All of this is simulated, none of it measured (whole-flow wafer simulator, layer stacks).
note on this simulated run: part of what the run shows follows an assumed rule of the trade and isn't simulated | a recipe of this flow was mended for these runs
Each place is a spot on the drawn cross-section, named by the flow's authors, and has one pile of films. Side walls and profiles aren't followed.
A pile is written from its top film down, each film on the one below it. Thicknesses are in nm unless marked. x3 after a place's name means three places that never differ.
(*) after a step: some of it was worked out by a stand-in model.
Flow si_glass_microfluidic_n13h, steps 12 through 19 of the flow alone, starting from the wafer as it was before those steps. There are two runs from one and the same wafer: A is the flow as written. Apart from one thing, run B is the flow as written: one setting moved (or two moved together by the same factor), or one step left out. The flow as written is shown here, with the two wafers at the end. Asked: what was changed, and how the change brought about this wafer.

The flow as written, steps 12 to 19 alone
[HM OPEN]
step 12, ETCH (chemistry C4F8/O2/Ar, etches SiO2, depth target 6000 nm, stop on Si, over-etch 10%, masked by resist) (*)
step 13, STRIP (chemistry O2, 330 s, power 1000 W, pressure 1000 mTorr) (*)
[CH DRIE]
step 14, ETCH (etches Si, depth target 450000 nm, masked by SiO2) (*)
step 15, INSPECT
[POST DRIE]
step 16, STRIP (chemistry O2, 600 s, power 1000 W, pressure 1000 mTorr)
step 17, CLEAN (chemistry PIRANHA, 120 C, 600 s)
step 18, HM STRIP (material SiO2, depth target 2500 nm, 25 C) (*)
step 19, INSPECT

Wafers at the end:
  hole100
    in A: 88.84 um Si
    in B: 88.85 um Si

What caused this: step 12, ETCH: over-etch 8.5% was run, whereas the flow has over-etch 10%.

The path from the change to this, step by step:
  step 12, ETCH (chemistry C4F8/O2/Ar, etches SiO2, depth target 6000 nm, stop on Si, over-etch 10%, masked by resist) (*)
      hole100: A SiO2 loses 6000 (all of it), Si loses 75 | B SiO2 loses 6000 (all of it), Si loses 63.8
